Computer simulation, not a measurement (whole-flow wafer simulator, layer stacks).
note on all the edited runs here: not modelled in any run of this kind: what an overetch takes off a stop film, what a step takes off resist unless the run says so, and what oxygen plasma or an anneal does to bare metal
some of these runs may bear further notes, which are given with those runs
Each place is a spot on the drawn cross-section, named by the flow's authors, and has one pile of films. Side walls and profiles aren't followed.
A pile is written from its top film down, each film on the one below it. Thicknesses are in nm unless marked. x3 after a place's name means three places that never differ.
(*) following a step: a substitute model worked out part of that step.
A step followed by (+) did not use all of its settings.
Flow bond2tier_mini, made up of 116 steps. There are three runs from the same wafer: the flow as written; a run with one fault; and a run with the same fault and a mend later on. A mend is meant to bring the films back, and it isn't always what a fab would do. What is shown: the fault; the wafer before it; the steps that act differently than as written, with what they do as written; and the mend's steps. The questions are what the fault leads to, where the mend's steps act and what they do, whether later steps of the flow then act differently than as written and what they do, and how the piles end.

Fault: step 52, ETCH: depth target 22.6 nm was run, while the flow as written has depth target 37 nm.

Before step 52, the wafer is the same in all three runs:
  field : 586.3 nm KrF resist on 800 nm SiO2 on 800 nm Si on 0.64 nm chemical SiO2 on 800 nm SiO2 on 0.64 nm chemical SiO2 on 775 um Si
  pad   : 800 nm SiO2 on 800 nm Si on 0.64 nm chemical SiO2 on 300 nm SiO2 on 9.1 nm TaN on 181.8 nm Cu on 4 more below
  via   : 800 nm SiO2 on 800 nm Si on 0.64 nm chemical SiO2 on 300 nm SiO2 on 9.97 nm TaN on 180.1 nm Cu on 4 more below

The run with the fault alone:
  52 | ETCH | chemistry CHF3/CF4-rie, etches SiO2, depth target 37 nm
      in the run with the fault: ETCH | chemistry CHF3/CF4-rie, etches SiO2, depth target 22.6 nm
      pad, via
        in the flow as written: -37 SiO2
        in the run with the fault: -22.6 SiO2
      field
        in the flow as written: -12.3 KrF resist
        in the run with the fault: -7.53 KrF resist
  Steps further on in the flow that do not act as written (7 more steps, not shown, differ only slightly: by at most 2% or 0.5 nm, whichever is larger):
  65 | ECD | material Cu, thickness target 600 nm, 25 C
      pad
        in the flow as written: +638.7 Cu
        in the run with the fault: +623.6 Cu
  The piles end different from the flow's at pad by more than 2% or 0.5 nm, whichever is larger.
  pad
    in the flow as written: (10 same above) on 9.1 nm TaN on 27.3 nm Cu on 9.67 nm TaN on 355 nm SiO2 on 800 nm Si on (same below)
    in the run with the fault: (10 same above) on 9.1 nm TaN on 12.8 nm Cu on 9.8 nm TaN on 369.4 nm SiO2 on 800 nm Si on (same below)

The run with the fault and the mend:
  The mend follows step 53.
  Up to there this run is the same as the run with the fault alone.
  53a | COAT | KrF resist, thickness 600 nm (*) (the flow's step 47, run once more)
      field
        +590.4 KrF resist (new film)
      pad
        +610 KrF resist (new film)
      via
        +608.8 KrF resist (new film)
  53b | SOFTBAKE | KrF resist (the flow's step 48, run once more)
      alters no film at any place that is followed
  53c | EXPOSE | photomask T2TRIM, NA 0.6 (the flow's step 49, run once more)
      alters no film at any place that is followed
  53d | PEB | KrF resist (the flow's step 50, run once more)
      alters no film at any place that is followed
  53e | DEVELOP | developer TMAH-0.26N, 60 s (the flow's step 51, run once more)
      field
        -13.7 KrF resist
      pad
        -610 KrF resist (all of it)
      via
        -608.8 KrF resist (all of it)
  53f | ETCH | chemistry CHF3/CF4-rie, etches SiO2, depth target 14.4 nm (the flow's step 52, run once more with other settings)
      pad, via
        -14.4 SiO2
      field
        -4.8 KrF resist
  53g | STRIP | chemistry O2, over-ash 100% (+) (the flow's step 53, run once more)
      field
        -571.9 KrF resist (all of it)
  Every later step of the flow that is run acts as written at every place that is followed.
  At every place that both follow, the piles at the end match the flow's.
